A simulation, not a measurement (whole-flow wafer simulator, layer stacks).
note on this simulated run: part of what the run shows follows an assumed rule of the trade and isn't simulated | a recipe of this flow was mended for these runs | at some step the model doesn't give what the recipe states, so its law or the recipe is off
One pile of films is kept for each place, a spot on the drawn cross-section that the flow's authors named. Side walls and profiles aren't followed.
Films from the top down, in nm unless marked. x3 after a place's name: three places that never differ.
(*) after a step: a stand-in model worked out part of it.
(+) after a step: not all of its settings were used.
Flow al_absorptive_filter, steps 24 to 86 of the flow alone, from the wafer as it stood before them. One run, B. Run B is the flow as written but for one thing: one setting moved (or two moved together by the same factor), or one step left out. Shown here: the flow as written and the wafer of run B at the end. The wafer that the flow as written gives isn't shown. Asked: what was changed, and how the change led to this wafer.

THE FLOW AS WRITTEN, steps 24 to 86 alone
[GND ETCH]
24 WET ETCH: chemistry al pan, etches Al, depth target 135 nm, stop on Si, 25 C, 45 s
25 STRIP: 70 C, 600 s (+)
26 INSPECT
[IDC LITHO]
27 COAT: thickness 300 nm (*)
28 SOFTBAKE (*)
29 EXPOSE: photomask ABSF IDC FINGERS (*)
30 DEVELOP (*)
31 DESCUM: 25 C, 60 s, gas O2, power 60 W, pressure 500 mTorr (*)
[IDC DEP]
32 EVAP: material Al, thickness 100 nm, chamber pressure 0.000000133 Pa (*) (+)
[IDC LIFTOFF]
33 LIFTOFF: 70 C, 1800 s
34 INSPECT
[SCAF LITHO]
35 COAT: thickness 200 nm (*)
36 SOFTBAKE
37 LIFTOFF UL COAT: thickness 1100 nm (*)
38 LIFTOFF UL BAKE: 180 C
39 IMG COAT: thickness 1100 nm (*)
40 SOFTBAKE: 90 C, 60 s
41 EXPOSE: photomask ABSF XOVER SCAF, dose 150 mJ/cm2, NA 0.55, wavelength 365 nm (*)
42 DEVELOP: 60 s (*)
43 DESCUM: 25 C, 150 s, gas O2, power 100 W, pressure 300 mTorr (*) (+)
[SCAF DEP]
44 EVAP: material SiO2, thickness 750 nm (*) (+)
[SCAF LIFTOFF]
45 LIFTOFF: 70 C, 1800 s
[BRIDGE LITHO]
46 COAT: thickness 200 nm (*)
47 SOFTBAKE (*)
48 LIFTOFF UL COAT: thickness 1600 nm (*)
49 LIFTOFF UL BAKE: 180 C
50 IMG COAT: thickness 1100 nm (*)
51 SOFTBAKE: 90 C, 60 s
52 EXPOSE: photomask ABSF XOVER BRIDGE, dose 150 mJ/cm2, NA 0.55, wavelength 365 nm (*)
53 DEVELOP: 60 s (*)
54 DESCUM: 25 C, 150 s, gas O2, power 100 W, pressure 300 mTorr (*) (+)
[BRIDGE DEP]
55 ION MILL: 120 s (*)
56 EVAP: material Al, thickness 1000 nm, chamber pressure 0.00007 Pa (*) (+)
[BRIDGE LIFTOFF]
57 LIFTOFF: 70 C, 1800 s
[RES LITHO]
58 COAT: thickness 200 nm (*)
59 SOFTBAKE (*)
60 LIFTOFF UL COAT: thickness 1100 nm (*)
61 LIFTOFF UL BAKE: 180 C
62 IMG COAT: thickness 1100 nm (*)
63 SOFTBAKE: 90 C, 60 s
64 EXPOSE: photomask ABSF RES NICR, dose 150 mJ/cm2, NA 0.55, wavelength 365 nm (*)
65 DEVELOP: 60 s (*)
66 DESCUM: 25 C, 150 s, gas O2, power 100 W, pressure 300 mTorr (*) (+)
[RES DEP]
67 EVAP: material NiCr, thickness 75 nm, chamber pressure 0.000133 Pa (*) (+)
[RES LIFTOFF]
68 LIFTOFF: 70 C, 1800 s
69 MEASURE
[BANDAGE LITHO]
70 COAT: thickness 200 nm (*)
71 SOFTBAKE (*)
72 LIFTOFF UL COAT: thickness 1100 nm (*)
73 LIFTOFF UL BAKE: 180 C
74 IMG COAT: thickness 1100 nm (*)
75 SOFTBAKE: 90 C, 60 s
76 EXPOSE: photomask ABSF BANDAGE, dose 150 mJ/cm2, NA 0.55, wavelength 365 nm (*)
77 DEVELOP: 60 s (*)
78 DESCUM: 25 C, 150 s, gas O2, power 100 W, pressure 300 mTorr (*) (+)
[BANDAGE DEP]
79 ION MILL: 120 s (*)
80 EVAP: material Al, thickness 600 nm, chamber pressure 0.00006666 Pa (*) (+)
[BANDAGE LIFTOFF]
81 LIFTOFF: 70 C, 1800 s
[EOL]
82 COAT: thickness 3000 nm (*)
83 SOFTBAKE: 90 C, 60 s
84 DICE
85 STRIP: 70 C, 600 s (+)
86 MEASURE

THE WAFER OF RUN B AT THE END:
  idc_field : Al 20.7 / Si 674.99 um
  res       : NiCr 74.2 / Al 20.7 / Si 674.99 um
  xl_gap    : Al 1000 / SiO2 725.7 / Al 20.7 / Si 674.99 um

The cause: step 24, WET ETCH: 22 s was run, where the flow has 45 s.

How the change led to this, step by step:
  24 WET ETCH: chemistry al pan, etches Al, depth target 135 nm, stop on Si, 25 C, 45 s
      res, xl_gap, idc_field, idc_line, idc_space: Al -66 (as written it would be: Al -86.7 (all of it))
  27 COAT: thickness 300 nm (*)
      ledge: e-beam-resist +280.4 (new film) (as written it would be: e-beam-resist +274.4 (new film))
      res: e-beam-resist +339.8 (new film) (as written it would be: e-beam-resist +349.6 (new film))
      (and at 1 more place)
  31 DESCUM: 25 C, 60 s, gas O2, power 60 W, pressure 500 mTorr (*)
      idc_line: nothing (as written it would be: chemical SiO2 +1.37 (new film), Si -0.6)
  32 EVAP: material Al, thickness 100 nm, chamber pressure 0.000000133 Pa (*) (+)
      idc_line: Al +100 (as written it would be: Al +100 (new film))
  33 LIFTOFF: 70 C, 1800 s
      ledge: Al -100 (all of it), e-beam-resist -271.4 (all of it) (as written it would be: Al -100 (all of it), e-beam-resist -265.3 (all of it))
      res: Al -100 (all of it), e-beam-resist -330.8 (all of it) (as written it would be: Al -100 (all of it), e-beam-resist -340.6 (all of it))
      (and at 1 more place)
  35 COAT: thickness 200 nm (*)
      ledge: acrylic-e-beam-resist +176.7 (new film) (as written it would be: acrylic-e-beam-resist +169.8 (new film))
      res: acrylic-e-beam-resist +225.6 (new film) (as written it would be: acrylic-e-beam-resist +231.4 (new film))
      (and at 1 more place)
  43 DESCUM: 25 C, 150 s, gas O2, power 100 W, pressure 300 mTorr (*) (+)
      gnd, pad_far, pad_near and 7 more: i-line-resist -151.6 (as written it would be: i-line-resist -159.6)
      xl_gap: acrylic-e-beam-resist -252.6 (all of it) (as written it would be: acrylic-e-beam-resist -265.9 (all of it))
  45 LIFTOFF: 70 C, 1800 s
      ledge: SiO2 -750 (all of it), i-line-resist -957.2 (all of it), lift-off-underlayer -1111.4 (all of it), acrylic-e-beam-resist -176.7 (all of it) (as written it would be: SiO2 -750 (all of it), i-line-resist -952.1 (all of it), lift-off-underlayer -1114 (all of it), acrylic-e-beam-resist -169.8 (all of it))
      res: SiO2 -750 (all of it), i-line-resist -960.7 (all of it), lift-off-underlayer -1138.2 (all of it), acrylic-e-beam-resist -225.6 (all of it) (as written it would be: SiO2 -750 (all of it), i-line-resist -956.3 (all of it), lift-off-underlayer -1148.2 (all of it), acrylic-e-beam-resist -231.4 (all of it))
  46 COAT: thickness 200 nm (*)
      ledge: acrylic-e-beam-resist +176.7 (new film) (as written it would be: acrylic-e-beam-resist +169.8 (new film))
      res: acrylic-e-beam-resist +225.6 (new film) (as written it would be: acrylic-e-beam-resist +231.4 (new film))
      (and at 2 more places)
  54 DESCUM: 25 C, 150 s, gas O2, power 100 W, pressure 300 mTorr (*) (+)
      xl_gap: acrylic-e-beam-resist -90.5 (all of it) (as written it would be: acrylic-e-beam-resist -97.9 (all of it))
      xl_turn: acrylic-e-beam-resist -145.2 (all of it) (as written it would be: acrylic-e-beam-resist -141.8 (all of it))
  57 LIFTOFF: 70 C, 1800 s
      ledge: Al -1000 (all of it), i-line-resist -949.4 (all of it), lift-off-underlayer -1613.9 (all of it), acrylic-e-beam-resist -176.7 (all of it) (as written it would be: Al -1000 (all of it), i-line-resist -951.7 (all of it), lift-off-underlayer -1617.2 (all of it), acrylic-e-beam-resist -169.8 (all of it))
      res: Al -1000 (all of it), i-line-resist -951.6 (all of it), lift-off-underlayer -1642.2 (all of it), acrylic-e-beam-resist -225.6 (all of it) (as written it would be: Al -1000 (all of it), i-line-resist -954.3 (all of it), lift-off-underlayer -1653.2 (all of it), acrylic-e-beam-resist -231.4 (all of it))
  58 COAT: thickness 200 nm (*)
      ledge: acrylic-e-beam-resist +176.7 (new film) (as written it would be: acrylic-e-beam-resist +169.8 (new film))
      res: acrylic-e-beam-resist +225.6 (new film) (as written it would be: acrylic-e-beam-resist +231.4 (new film))
      (and at 1 more place)
  66 DESCUM: 25 C, 150 s, gas O2, power 100 W, pressure 300 mTorr (*) (+)
      gnd, pad_far, xa_field and 8 more: i-line-resist -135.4 (as written it would be: i-line-resist -138.9)
      ledge: acrylic-e-beam-resist -176.7 (all of it) (as written it would be: acrylic-e-beam-resist -169.8 (all of it))
      (and at 1 more place)
  68 LIFTOFF: 70 C, 1800 s
      xl_gap: NiCr -75 (all of it), i-line-resist -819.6 (all of it), lift-off-underlayer -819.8 (all of it), acrylic-e-beam-resist -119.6 (all of it) (as written it would be: NiCr -75 (all of it), i-line-resist -818.3 (all of it), lift-off-underlayer -831.4 (all of it), acrylic-e-beam-resist -123.8 (all of it))
  70 COAT: thickness 200 nm (*)
      ledge: acrylic-e-beam-resist +173.5 (new film) (as written it would be: acrylic-e-beam-resist +167 (new film))
      res: acrylic-e-beam-resist +211.9 (new film) (as written it would be: acrylic-e-beam-resist +218.1 (new film))
      (and at 2 more places)
  81 LIFTOFF: 70 C, 1800 s
      ledge: Al -600 (all of it), i-line-resist -953.8 (all of it), lift-off-underlayer -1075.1 (all of it), acrylic-e-beam-resist -173.5 (all of it) (as written it would be: Al -600 (all of it), i-line-resist -956.6 (all of it), lift-off-underlayer -1077.5 (all of it), acrylic-e-beam-resist -167 (all of it))
      res: Al -600 (all of it), i-line-resist -960.7 (all of it), lift-off-underlayer -1108.5 (all of it), acrylic-e-beam-resist -211.9 (all of it) (as written it would be: Al -600 (all of it), i-line-resist -964.1 (all of it), lift-off-underlayer -1118.2 (all of it), acrylic-e-beam-resist -218.1 (all of it))
      (and at 2 more places)
  83 SOFTBAKE: 90 C, 60 s
      res: i-line-resist -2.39 (as written it would be: i-line-resist -1.75)
Counting metal films that touch as one body, idc_field has 1 body; the flow as written gives 0 bodies.
Counting metal films that touch as one body, res has 1 body; the flow as written gives 0 bodies.
Counting metal films that touch as one body, xl_gap has 2 bodies (between them, from the top down: SiO2 725.7); the flow as written gives 1 body.
